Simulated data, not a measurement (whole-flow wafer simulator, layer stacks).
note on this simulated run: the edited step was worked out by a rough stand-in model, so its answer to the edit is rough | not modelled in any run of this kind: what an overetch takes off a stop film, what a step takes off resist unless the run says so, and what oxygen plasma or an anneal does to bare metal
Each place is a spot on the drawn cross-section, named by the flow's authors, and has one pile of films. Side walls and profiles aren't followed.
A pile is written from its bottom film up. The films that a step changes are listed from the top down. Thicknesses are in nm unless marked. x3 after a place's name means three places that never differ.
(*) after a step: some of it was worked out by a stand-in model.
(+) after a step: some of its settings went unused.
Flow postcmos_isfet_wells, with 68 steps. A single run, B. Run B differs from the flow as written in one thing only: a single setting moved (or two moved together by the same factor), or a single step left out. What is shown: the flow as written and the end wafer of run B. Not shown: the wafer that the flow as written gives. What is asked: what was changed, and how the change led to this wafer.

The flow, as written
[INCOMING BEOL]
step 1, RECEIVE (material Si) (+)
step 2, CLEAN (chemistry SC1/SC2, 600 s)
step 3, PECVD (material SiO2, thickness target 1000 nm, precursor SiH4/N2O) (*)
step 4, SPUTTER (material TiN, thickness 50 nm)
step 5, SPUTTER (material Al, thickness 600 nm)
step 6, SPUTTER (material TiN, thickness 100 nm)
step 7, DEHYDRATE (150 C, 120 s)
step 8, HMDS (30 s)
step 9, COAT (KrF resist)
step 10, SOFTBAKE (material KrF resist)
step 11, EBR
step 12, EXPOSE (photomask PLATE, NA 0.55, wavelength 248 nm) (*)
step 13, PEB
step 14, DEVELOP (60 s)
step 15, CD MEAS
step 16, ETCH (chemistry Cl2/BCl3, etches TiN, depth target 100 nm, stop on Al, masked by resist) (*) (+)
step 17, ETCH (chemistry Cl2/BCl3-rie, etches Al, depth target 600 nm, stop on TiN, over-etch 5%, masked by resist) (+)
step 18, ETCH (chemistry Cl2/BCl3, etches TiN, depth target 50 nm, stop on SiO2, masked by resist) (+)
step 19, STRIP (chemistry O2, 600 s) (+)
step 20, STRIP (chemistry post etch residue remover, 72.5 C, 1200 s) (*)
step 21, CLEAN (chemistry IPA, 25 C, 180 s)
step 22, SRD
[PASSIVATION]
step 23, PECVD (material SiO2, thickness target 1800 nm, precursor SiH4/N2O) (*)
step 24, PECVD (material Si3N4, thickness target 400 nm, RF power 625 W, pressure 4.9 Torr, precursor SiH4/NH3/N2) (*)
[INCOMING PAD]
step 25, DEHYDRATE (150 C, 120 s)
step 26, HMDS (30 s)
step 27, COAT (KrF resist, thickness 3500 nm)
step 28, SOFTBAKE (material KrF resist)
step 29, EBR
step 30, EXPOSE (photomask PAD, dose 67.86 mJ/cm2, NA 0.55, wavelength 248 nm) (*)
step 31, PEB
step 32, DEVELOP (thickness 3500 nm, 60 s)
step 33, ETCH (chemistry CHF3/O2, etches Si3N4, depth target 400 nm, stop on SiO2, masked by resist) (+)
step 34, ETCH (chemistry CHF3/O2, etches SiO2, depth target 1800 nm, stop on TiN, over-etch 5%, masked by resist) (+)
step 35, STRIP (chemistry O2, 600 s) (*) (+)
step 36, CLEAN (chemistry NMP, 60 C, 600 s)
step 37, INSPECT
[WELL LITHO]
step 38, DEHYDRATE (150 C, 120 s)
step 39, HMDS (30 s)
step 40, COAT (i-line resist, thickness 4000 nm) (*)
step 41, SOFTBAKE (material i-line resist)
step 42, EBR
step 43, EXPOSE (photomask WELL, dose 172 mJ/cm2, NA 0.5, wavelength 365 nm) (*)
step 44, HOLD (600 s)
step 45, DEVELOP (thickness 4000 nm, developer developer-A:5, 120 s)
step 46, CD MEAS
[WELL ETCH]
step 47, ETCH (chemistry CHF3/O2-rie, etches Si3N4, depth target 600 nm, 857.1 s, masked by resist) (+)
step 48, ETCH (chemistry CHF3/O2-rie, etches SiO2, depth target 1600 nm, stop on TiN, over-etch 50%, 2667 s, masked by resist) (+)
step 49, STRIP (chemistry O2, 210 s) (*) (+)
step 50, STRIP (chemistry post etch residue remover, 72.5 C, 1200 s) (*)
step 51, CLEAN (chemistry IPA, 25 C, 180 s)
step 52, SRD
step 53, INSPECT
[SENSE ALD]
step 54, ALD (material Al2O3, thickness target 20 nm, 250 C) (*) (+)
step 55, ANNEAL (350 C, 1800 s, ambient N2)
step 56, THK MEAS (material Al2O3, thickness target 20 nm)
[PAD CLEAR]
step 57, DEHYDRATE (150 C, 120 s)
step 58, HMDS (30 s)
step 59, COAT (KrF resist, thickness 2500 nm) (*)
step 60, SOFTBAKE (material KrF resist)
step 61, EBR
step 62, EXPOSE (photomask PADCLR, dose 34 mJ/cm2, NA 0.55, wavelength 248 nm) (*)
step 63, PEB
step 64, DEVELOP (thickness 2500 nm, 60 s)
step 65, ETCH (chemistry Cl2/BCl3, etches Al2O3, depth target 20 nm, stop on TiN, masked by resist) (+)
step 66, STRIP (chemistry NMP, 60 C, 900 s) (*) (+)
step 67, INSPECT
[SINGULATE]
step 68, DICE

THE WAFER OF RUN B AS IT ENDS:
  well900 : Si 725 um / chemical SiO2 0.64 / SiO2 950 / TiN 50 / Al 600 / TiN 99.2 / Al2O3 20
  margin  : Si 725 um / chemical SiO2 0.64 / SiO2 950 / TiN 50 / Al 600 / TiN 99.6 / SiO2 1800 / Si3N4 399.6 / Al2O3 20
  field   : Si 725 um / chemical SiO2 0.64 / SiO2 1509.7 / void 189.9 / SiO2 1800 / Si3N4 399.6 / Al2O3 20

What caused this: step 3, PECVD: thickness target 950 nm was run, though the flow has thickness target 1000 nm.
One can read it off the wafer: well900 has SiO2 950, and step 3 as written asks for 1000 nm.

Step by step, how the change led to this:
  step 3, PECVD (material SiO2, thickness target 1000 nm, precursor SiH4/N2O) (*)
      field, margin, well900, well1300 x3, pad_rim, pad_clr, pad_open: SiO2 gains 950 (new film) (in the flow as written it would be: SiO2 gains 1000 (new film))
